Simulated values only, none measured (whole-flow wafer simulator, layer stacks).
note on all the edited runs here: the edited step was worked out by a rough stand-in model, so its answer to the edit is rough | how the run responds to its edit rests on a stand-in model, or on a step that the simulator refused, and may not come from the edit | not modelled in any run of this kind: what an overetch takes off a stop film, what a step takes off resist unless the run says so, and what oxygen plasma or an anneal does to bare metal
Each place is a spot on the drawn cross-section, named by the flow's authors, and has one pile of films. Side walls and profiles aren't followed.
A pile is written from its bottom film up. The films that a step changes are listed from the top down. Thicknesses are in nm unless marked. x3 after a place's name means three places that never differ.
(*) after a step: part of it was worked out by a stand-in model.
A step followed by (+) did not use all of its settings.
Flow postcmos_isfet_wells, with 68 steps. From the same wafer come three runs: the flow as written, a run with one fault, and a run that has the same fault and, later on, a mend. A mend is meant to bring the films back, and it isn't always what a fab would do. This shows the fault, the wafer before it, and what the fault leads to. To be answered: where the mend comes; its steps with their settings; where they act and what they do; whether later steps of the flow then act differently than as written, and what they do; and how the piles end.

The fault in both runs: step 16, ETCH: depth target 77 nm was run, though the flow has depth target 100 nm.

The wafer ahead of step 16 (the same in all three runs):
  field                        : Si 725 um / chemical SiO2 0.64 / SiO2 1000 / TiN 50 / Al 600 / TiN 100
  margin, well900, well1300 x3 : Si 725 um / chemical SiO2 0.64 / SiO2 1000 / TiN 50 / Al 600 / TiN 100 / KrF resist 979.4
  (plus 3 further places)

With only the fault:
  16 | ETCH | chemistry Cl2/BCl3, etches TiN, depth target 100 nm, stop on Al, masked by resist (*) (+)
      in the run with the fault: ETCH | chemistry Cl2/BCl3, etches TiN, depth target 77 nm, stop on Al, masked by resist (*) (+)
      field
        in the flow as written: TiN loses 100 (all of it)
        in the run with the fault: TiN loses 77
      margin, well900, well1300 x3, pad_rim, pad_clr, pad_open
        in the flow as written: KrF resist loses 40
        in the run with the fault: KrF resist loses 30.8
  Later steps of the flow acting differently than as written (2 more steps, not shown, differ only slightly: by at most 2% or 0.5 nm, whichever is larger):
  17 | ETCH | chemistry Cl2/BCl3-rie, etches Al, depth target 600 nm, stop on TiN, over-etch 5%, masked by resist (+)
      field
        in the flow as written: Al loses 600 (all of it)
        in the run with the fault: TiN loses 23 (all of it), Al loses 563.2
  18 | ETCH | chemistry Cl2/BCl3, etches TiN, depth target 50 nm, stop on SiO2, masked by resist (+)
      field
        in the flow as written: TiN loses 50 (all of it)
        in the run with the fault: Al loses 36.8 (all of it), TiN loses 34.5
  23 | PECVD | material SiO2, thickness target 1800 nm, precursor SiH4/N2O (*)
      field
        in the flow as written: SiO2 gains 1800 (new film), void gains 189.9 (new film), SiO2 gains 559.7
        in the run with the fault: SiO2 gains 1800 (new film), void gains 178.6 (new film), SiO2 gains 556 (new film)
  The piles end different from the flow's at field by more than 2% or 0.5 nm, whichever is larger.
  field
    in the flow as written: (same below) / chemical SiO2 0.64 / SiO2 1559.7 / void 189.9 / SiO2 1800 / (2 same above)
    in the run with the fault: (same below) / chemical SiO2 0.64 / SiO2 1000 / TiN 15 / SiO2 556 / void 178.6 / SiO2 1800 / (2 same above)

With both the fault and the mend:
  After step 16 comes the mend.
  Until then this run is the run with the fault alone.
  16a | ETCH | chemistry Cl2/BCl3, etches TiN, depth target 23 nm, stop on Al, masked by resist (the flow's step 16, run once more with other settings)
      margin, well900, well1300 x3, pad_rim, pad_clr, pad_open
        KrF resist loses 9.2
      field
        TiN loses 23 (all of it)
  Every later step of the flow that is run acts as written at every place that is followed.
  At every place that both follow, the piles at the end match the flow's.
